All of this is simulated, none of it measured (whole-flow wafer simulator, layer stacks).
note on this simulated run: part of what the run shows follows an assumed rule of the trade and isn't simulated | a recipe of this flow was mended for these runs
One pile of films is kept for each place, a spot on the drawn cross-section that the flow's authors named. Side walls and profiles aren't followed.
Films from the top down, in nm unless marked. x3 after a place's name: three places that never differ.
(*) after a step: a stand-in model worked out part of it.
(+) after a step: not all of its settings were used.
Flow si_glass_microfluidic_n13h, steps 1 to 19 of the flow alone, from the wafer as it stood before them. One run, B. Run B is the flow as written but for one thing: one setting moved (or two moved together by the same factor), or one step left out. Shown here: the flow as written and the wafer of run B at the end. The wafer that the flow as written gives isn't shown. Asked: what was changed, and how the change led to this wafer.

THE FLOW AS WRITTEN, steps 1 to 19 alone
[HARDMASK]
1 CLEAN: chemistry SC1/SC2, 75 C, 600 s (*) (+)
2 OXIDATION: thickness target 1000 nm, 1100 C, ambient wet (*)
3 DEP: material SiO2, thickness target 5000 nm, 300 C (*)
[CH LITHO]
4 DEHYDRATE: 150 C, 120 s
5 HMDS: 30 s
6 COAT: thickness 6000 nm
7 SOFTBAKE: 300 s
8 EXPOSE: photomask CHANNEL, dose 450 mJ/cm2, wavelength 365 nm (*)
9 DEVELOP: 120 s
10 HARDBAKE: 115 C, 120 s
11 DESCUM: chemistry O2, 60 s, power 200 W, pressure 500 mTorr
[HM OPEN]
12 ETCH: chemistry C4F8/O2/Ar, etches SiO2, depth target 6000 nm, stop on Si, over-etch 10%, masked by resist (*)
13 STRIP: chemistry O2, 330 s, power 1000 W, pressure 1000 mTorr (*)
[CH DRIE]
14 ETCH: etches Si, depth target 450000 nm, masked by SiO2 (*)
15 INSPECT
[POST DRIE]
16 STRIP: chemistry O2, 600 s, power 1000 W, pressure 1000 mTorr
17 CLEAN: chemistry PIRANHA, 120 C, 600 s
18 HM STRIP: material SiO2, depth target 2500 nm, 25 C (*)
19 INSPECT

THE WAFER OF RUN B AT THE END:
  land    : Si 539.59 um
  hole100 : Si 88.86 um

The cause: step 2, OXIDATION: 1077 C was run, where the flow has 1100 C.

How the change led to this, step by step:
  2 OXIDATION: thickness target 1000 nm, 1100 C, ambient wet (*)
      land, hole100: SiO2 +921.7 (new film), chemical SiO2 -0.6 (all of it), Si -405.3 (as written it would be: SiO2 +1000 (new film), chemical SiO2 -0.6 (all of it), Si -439.7)
  12 ETCH: chemistry C4F8/O2/Ar, etches SiO2, depth target 6000 nm, stop on Si, over-etch 10%, masked by resist (*)
      hole100: SiO2 -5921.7 (all of it), Si -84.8 (as written it would be: SiO2 -6000 (all of it), Si -75)
  18 HM STRIP: material SiO2, depth target 2500 nm, 25 C (*)
      land: SiO2 -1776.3 (all of it) (as written it would be: SiO2 -1854.4 (all of it))
